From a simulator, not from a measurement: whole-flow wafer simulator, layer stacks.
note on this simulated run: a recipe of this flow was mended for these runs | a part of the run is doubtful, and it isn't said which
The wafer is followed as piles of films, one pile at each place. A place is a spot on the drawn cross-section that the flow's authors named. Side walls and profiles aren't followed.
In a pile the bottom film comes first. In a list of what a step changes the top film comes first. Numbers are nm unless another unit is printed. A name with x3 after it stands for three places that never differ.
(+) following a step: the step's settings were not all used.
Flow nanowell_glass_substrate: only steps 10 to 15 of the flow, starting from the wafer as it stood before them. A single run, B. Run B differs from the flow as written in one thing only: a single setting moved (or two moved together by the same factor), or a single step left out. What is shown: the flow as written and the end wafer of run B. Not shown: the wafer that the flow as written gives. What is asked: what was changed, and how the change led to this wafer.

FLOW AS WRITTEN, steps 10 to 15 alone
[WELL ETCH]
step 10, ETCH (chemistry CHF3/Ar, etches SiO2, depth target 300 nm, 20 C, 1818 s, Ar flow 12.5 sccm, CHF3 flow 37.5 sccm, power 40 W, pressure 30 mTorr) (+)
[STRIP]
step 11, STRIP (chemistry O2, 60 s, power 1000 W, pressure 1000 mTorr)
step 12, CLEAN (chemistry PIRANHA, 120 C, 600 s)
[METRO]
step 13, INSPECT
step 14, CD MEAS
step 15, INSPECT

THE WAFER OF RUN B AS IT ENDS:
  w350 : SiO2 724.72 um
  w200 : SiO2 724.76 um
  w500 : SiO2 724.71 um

Cause: step 10, ETCH: depth target 288.8 nm was run, though the flow has depth target 300 nm; step 10, ETCH: 1750 s was run, where the flow has 1818 s.

How this came from the change, step by step:
  step 10, ETCH (chemistry CHF3/Ar, etches SiO2, depth target 300 nm, 20 C, 1818 s, Ar flow 12.5 sccm, CHF3 flow 37.5 sccm, power 40 W, pressure 30 mTorr) (+)
      land: UV-NIL-ACRYLATE loses 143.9 (it would be, as written: UV-NIL-ACRYLATE loses 156.2)
      w350: SiO2 loses 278 (it would be, as written: SiO2 loses 300)
      (also at 3 further places)
  step 11, STRIP (chemistry O2, 60 s, power 1000 W, pressure 1000 mTorr)
      land: UV-NIL-ACRYLATE loses 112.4 (all of it) (it would be, as written: UV-NIL-ACRYLATE loses 100.2 (all of it))
